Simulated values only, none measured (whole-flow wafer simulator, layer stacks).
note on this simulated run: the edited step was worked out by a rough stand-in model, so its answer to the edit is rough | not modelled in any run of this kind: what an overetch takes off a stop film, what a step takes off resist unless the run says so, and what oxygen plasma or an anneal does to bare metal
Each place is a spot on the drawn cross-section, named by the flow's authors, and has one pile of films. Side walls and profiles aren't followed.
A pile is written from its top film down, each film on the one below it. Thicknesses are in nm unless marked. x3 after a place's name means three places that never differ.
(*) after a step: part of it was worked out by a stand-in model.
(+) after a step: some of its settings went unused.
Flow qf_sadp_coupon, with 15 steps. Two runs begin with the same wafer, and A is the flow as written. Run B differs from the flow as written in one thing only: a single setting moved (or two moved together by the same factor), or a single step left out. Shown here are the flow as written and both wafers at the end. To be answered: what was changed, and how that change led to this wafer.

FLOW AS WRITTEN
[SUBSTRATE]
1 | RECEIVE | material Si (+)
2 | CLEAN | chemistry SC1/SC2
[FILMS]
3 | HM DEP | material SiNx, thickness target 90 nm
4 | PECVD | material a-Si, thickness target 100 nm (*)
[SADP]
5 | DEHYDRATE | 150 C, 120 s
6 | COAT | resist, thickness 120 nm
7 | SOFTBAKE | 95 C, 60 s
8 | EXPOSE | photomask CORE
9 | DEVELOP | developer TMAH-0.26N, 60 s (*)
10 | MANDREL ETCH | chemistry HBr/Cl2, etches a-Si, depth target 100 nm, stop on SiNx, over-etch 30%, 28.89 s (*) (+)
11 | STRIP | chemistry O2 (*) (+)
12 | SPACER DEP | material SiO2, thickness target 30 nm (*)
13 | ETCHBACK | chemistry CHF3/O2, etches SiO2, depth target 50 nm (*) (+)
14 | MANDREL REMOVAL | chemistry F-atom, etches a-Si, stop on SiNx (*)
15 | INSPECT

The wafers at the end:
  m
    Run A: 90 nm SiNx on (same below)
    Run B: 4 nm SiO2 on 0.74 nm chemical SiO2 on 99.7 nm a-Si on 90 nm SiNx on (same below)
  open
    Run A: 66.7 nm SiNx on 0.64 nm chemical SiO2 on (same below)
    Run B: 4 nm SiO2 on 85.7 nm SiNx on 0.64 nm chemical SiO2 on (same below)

The reason: step 13, ETCHBACK: depth target 26 nm was run, though the flow has depth target 50 nm.

How this came from the change, step by step:
  13 | ETCHBACK | chemistry CHF3/O2, etches SiO2, depth target 50 nm (*) (+)
      m: A SiO2 loses 30 (all of it), chemical SiO2 loses 0.74 (all of it), a-Si loses 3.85 | B SiO2 loses 26
      open: A SiO2 loses 30 (all of it), SiNx loses 19 | B SiO2 loses 26
  14 | MANDREL REMOVAL | chemistry F-atom, etches a-Si, stop on SiNx (*)
      m: A a-Si loses 95.8 (all of it) | B nothing
